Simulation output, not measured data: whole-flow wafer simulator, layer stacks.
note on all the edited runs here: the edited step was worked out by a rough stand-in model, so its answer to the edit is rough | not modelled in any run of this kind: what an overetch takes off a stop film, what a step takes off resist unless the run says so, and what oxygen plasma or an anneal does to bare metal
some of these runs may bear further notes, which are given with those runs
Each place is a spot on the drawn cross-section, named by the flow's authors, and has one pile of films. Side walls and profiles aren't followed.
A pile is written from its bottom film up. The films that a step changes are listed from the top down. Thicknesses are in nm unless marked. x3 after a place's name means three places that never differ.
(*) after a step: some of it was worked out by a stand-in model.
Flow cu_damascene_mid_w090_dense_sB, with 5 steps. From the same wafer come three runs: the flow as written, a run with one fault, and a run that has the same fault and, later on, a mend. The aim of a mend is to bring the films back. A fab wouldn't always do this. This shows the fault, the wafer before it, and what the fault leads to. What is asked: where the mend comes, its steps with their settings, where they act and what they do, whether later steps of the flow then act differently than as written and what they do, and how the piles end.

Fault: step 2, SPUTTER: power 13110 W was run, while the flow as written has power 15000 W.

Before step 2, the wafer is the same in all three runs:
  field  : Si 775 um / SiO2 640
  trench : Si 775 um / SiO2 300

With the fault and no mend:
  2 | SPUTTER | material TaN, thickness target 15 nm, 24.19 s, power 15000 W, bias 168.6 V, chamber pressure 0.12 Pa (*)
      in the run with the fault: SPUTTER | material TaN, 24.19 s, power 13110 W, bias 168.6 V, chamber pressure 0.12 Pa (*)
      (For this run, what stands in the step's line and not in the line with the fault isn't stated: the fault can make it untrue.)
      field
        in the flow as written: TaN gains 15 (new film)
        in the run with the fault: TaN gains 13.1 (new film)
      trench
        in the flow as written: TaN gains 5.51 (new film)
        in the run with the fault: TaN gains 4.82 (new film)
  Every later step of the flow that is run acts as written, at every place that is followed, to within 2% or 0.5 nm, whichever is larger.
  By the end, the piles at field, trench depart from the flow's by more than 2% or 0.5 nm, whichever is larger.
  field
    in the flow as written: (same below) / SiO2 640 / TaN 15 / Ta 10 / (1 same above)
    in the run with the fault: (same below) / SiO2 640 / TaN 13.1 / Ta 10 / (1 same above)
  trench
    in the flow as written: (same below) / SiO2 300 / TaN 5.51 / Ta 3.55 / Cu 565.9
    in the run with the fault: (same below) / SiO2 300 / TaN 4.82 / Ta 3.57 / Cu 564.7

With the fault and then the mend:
  The mend follows step 2.
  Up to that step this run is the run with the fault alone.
  2a | SPUTTER | material TaN, thickness target 1.892 nm, 3.052 s, power 15000 W, bias 168.6 V, chamber pressure 0.12 Pa (*) (the flow's step 2, run once more with other settings)
      field
        TaN gains 1.89
      trench
        TaN gains 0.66
  Every later step of the flow that is run acts as written at every place that is followed.
  When the end is reached, the piles differ only a little from the flow's at the places that both follow, at most by 2% or 0.5 nm, whichever is larger.
